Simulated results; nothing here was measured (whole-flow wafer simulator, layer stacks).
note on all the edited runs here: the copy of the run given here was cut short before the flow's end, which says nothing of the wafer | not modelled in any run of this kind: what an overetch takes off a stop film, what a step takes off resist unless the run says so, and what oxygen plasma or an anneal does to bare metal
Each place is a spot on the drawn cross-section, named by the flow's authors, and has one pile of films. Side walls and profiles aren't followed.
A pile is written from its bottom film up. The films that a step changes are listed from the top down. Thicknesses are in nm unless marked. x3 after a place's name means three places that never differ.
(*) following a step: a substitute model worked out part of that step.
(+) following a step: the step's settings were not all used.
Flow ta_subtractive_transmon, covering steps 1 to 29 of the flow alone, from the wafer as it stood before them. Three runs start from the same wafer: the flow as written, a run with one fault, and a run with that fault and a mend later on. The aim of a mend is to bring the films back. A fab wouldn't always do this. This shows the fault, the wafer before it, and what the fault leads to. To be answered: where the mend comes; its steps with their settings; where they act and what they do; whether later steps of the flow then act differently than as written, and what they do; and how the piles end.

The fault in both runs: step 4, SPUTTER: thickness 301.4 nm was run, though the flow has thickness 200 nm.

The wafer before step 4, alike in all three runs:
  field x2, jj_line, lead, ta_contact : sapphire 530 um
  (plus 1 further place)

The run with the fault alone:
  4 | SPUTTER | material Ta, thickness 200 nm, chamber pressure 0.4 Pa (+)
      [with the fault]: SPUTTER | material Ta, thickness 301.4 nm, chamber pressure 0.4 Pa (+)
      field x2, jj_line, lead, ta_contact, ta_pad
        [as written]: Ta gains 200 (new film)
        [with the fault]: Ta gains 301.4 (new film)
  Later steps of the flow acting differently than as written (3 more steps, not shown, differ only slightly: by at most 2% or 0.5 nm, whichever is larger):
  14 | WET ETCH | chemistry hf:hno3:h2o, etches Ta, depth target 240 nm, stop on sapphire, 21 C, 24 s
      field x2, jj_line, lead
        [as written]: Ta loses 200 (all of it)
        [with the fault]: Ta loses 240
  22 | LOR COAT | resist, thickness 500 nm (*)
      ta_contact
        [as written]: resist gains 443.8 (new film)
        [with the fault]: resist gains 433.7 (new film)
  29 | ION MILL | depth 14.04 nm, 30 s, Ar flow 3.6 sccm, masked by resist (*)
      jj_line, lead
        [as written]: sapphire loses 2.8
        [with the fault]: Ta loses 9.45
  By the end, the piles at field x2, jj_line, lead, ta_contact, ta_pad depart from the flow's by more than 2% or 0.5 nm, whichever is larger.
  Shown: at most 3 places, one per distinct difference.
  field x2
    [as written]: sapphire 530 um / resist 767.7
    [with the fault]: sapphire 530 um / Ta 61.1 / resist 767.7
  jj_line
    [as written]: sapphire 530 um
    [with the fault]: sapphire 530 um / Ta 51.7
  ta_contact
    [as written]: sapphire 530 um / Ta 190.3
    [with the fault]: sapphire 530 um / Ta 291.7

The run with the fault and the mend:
  The mend stands after step 5.
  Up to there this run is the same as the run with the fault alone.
  5a | WET ETCH | chemistry hf:hno3:h2o, etches Ta, depth target 346.6 nm, stop on sapphire, 21 C, 34.66 s
      field x2, jj_line, lead, ta_contact, ta_pad
        Ta loses 301.4 (all of it)
  5b | SPUTTER | material Ta, thickness 200 nm, chamber pressure 0.4 Pa (+) (the flow's step 4, run once more)
      field x2, jj_line, lead, ta_contact, ta_pad
        Ta gains 200 (new film)
  Every later step of the flow that is run acts as written at every place that is followed.
  The piles end the same as the flow's at every place that both follow.
